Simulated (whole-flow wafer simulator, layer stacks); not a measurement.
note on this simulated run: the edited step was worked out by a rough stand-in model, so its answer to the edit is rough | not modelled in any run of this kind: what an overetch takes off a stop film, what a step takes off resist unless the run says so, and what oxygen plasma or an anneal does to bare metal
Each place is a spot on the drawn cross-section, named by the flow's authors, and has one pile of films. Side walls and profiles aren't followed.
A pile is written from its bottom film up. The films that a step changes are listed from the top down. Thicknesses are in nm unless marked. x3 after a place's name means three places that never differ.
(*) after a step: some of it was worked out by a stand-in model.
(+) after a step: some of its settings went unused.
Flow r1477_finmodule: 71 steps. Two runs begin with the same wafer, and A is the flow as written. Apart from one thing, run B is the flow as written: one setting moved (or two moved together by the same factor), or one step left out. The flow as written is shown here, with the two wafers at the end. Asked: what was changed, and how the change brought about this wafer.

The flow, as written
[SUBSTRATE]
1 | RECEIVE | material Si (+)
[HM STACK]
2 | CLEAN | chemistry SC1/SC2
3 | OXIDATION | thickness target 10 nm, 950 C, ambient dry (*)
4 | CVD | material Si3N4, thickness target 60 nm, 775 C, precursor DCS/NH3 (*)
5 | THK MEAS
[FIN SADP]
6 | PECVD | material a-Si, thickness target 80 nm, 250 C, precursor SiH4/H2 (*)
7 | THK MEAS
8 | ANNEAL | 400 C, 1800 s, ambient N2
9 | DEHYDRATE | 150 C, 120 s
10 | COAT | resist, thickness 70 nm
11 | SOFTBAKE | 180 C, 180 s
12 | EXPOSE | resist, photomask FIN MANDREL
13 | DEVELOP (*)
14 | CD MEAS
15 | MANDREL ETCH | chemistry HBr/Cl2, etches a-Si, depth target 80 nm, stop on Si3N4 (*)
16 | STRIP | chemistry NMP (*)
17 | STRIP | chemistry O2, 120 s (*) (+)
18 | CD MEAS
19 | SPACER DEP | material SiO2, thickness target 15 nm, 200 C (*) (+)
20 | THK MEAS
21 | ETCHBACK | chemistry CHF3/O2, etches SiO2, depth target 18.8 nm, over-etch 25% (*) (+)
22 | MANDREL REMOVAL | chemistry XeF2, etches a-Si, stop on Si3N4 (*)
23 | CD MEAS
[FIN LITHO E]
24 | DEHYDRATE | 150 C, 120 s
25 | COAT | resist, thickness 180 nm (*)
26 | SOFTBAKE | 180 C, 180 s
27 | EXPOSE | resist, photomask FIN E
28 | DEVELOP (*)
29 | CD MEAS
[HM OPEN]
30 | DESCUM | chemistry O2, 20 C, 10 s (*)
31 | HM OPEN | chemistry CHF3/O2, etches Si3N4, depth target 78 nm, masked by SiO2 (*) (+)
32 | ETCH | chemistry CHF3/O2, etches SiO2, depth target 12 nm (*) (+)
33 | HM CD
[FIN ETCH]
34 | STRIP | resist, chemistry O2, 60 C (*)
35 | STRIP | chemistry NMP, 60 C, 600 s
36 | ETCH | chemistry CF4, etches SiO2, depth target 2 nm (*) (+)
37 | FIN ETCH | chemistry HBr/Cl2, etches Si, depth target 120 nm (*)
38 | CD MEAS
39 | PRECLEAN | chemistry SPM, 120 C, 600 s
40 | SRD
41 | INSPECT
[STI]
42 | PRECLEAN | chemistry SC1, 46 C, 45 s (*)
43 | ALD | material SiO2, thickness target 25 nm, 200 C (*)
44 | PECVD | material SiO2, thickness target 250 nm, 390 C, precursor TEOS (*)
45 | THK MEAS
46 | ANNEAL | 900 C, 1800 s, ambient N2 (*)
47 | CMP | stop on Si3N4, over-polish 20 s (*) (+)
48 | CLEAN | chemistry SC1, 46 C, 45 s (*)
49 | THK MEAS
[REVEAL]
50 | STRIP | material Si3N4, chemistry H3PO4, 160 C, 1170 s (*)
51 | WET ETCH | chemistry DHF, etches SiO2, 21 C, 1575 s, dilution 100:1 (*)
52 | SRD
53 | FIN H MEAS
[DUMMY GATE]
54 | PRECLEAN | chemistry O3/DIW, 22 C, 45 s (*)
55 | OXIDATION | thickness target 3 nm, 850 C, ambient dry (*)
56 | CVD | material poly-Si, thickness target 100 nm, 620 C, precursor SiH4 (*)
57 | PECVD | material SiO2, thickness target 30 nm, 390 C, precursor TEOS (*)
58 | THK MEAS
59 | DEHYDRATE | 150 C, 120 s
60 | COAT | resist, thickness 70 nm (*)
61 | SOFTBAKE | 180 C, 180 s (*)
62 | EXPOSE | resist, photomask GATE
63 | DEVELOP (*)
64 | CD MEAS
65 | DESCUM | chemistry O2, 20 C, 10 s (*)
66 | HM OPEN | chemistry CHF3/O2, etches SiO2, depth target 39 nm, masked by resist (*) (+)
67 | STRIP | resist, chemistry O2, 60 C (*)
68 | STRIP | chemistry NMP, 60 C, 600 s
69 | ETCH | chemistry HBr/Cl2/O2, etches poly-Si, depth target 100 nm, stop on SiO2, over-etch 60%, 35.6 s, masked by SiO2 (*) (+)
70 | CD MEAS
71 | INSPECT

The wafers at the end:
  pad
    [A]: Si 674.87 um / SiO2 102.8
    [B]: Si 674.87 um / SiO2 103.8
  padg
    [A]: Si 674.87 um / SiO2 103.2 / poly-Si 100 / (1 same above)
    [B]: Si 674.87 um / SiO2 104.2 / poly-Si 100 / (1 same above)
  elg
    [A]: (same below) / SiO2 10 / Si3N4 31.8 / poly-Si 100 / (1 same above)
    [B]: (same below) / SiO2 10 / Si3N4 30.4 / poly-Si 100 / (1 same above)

What caused this: step 36, ETCH: depth target 3.2 nm was run, whereas the flow has depth target 2 nm.

Step by step, how the change led to this:
  36 | ETCH | chemistry CF4, etches SiO2, depth target 2 nm (*) (+)
      pad, padg, esg and 19 more: A chemical SiO2 loses 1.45 (all of it), Si loses 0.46 | B chemical SiO2 loses 1.45 (all of it), Si loses 1.46
      elg, e40lg, e100lg, e200lg, elo, e40lo, e100lo, e200lo: A Si3N4 loses 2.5 | B Si3N4 loses 4
      (also at 6 further places)
  51 | WET ETCH | chemistry DHF, etches SiO2, 21 C, 1575 s, dilution 100:1 (*)
      elg, e40lg, e100lg, e200lg, elo, e40lo, e100lo, e200lo: A SiO2 loses 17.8 (all of it), Si3N4 loses 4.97 | B SiO2 loses 19.3 (all of it), Si3N4 loses 4.85
